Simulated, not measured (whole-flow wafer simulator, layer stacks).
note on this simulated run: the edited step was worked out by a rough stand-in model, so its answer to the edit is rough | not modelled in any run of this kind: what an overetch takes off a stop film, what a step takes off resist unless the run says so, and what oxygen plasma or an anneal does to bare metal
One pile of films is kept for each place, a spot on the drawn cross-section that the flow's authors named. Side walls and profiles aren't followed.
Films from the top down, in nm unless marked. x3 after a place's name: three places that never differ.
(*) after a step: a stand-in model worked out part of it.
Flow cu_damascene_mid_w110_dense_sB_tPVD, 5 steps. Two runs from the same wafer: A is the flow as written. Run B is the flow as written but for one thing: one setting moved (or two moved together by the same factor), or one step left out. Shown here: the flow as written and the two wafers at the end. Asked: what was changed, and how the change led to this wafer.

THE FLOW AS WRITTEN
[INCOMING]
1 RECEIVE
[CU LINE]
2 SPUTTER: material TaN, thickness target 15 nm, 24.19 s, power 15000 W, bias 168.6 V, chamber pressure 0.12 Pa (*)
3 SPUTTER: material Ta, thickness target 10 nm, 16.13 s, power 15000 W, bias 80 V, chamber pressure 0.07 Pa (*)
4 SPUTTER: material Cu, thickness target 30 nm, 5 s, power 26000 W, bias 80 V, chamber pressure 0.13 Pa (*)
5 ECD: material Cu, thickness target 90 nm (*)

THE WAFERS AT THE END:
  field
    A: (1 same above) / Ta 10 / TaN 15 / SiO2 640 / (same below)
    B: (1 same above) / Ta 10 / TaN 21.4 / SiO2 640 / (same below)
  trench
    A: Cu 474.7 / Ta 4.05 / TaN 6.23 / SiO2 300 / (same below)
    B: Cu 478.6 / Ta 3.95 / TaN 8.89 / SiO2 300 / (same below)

The cause: step 2, SPUTTER: thickness target 21.4 nm was run, where the flow has thickness target 15 nm; step 2, SPUTTER: 34.47 s was run, where the flow has 24.19 s.
It can be read off the wafer: field has TaN 21.4, and step 2 as written asks for 15 nm.

How the change led to this, step by step:
  2 SPUTTER: material TaN, thickness target 15 nm, 24.19 s, power 15000 W, bias 168.6 V, chamber pressure 0.12 Pa (*)
      field: A TaN +15 (new film) | B TaN +21.4 (new film)
      trench: A TaN +6.23 (new film) | B TaN +8.89 (new film)
